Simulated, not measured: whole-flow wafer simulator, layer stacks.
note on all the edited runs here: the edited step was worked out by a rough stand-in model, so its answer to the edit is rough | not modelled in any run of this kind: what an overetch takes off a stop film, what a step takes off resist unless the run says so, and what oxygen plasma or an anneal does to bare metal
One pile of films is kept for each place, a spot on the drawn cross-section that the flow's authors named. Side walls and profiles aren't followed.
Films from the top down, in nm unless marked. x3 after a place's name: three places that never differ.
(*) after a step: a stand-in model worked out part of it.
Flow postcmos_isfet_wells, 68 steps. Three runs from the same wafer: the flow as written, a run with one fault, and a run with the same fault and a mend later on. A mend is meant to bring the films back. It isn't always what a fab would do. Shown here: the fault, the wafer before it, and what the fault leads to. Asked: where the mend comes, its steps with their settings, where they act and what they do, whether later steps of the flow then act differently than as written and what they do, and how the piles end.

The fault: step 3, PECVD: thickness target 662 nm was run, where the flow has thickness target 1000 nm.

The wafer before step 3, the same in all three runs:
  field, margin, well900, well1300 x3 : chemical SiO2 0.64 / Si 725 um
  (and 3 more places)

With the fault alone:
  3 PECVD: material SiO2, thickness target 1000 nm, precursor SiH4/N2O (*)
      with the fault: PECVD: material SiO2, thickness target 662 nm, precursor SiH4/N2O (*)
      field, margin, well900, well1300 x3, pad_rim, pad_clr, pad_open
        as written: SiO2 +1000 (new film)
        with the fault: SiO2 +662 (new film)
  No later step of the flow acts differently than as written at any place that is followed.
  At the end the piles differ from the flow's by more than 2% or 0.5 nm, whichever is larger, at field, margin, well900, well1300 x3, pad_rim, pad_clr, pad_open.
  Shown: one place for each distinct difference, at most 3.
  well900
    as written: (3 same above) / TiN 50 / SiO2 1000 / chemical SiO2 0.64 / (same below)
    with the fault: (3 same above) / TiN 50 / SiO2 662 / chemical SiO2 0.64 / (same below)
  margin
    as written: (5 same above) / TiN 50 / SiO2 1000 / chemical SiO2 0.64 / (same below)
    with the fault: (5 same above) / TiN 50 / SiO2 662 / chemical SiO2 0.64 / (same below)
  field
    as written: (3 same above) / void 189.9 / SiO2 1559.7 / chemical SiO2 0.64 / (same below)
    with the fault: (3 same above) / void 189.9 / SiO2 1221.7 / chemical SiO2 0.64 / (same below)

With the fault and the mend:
  The mend comes after step 3.
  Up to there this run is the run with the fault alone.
  3a ETCH: chemistry boe, depth target 761.3 nm
      field, margin, well900, well1300 x3, pad_rim, pad_clr, pad_open
        SiO2 -662 (all of it), chemical SiO2 -0.64 (all of it)
  3b PECVD: material SiO2, thickness target 1000 nm, precursor SiH4/N2O (the flow's step 3 once more)
      field, margin, well900, well1300 x3, pad_rim, pad_clr, pad_open
        SiO2 +1000 (new film)
  No later step of the flow acts differently than as written at any place that is followed.
  At the end the piles differ from the flow's by more than 2% or 0.5 nm, whichever is larger, at field, margin, well900, well1300 x3, pad_rim, pad_clr, pad_open.
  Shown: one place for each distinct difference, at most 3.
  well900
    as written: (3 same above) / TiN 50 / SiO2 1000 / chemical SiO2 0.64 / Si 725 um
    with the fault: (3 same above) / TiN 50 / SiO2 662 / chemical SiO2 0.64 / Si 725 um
    with the mend: (3 same above) / TiN 50 / SiO2 1000 / Si 725 um
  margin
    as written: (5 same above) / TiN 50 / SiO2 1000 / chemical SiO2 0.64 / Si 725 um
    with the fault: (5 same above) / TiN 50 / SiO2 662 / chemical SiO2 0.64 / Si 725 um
    with the mend: (5 same above) / TiN 50 / SiO2 1000 / Si 725 um
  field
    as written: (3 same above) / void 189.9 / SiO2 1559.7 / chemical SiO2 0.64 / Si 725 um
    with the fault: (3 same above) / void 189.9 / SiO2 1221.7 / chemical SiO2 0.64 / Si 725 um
    with the mend: (3 same above) / void 189.9 / SiO2 1559.7 / Si 725 um
